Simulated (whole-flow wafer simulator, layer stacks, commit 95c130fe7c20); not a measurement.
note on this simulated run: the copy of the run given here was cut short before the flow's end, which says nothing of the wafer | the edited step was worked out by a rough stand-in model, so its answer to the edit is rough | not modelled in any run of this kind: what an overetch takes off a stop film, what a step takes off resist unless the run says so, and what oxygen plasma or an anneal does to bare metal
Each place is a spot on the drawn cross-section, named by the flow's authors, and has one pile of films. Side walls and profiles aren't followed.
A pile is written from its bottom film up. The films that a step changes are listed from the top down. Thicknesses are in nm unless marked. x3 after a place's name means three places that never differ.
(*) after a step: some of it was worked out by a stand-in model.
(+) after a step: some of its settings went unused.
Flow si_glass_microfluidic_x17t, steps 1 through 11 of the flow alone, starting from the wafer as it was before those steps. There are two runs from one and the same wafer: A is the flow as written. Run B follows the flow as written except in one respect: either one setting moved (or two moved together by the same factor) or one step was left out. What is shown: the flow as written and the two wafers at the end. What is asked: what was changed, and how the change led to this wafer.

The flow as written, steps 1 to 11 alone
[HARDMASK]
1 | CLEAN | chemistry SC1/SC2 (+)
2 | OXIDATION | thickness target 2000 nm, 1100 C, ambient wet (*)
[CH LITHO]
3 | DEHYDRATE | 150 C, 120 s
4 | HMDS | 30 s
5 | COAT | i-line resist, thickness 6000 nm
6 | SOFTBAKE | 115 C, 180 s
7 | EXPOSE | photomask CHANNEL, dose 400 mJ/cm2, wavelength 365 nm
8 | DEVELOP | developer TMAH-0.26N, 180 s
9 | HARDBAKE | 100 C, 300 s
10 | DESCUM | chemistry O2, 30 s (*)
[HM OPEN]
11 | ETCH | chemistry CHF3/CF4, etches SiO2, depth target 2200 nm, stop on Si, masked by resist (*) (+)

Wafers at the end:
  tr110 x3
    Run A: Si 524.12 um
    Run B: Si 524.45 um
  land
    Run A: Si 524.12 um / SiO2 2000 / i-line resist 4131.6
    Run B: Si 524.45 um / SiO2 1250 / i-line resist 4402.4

What caused this: step 2, OXIDATION: thickness target 1250 nm was run, whereas the flow has thickness target 2000 nm.
The wafer lets one read it off: land has SiO2 1250, and step 2 as written asks for 2000 nm.

The path from the change to this, step by step:
  2 | OXIDATION | thickness target 2000 nm, 1100 C, ambient wet (*)
      land, tr110 x3: A SiO2 gains 2000 (new film), chemical SiO2 loses 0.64 (all of it), Si loses 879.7 | B SiO2 gains 1250 (new film), chemical SiO2 loses 0.64 (all of it), Si loses 549.7
  11 | ETCH | chemistry CHF3/CF4, etches SiO2, depth target 2200 nm, stop on Si, masked by resist (*) (+)
      tr110 x3: A SiO2 loses 2000 (all of it) | B SiO2 loses 1250 (all of it)
      land: A i-line resist loses 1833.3 | B i-line resist loses 1562.5
